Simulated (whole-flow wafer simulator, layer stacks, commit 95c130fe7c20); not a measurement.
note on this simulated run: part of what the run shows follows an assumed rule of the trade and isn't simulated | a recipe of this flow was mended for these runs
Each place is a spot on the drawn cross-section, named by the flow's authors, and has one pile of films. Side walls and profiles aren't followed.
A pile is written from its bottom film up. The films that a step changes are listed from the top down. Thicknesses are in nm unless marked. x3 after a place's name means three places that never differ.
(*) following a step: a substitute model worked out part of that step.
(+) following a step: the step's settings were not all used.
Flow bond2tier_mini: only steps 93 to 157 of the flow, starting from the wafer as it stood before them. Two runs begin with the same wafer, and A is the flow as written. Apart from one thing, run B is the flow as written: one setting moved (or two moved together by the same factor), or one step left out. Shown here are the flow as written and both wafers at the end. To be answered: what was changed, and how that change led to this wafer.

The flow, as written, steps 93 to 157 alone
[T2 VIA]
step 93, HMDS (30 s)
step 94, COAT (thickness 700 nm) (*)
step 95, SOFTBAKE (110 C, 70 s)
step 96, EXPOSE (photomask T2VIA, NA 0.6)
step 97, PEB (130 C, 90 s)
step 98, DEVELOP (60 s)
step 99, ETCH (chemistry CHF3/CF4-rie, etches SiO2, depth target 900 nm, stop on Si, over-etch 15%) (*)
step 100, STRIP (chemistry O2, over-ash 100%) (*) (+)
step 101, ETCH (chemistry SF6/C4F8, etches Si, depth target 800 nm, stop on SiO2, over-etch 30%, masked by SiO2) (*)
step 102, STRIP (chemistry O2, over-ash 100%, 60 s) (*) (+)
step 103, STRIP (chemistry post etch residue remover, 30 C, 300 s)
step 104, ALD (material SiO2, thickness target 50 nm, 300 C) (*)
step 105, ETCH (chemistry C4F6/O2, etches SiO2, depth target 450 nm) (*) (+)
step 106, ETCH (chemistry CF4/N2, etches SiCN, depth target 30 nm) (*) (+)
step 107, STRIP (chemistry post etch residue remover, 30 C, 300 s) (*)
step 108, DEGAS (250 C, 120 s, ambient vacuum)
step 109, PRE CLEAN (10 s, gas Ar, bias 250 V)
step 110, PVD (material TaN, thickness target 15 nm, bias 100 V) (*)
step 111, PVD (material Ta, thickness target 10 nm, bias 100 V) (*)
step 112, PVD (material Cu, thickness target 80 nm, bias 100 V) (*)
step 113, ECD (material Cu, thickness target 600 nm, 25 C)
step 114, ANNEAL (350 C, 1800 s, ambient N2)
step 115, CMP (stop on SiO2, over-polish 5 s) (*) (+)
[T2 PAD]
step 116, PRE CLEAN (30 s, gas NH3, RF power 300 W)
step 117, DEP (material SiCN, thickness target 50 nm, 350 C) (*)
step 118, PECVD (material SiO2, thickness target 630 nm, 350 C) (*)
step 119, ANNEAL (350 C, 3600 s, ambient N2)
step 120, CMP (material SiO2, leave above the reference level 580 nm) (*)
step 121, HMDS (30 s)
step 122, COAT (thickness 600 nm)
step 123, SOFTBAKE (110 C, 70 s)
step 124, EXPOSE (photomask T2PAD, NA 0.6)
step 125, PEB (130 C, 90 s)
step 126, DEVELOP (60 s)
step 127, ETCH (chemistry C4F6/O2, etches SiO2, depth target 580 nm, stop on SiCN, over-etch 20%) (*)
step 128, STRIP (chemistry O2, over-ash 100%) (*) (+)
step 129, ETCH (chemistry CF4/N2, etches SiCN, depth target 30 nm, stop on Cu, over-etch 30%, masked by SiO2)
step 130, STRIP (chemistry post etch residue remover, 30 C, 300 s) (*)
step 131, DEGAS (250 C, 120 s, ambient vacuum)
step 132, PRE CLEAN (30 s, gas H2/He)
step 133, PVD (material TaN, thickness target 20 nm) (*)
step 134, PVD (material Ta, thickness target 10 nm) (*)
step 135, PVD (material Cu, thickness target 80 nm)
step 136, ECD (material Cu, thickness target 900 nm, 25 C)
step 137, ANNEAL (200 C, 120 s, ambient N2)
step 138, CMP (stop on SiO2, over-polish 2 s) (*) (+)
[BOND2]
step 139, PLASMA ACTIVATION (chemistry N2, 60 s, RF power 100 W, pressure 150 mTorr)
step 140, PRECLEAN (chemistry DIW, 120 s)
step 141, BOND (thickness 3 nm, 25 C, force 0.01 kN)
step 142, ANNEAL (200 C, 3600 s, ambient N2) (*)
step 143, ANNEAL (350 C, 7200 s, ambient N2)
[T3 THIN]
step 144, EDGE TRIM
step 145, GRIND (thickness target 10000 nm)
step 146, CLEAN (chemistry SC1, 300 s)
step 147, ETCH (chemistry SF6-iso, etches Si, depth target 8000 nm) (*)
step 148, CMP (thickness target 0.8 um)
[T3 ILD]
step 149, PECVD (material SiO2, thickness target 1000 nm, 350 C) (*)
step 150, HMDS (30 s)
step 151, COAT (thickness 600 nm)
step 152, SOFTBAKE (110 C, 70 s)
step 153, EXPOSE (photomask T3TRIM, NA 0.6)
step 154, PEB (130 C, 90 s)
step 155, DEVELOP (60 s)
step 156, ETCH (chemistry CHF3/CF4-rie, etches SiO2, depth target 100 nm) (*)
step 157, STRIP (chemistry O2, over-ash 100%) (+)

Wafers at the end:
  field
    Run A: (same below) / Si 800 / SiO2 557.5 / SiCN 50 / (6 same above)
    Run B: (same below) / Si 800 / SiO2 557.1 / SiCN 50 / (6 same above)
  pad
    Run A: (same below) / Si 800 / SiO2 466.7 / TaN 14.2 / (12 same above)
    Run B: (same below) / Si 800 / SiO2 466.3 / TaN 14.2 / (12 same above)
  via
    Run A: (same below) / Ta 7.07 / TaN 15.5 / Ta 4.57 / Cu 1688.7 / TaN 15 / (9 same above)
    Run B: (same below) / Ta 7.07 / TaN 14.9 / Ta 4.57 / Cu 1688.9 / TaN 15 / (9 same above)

The reason: step 109, PRE CLEAN: bias 308 V was run, while the flow as written has bias 250 V.

The path from the change to this, step by step:
  step 109, PRE CLEAN (10 s, gas Ar, bias 250 V)
      via: A TaN loses 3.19 | B TaN loses 3.82
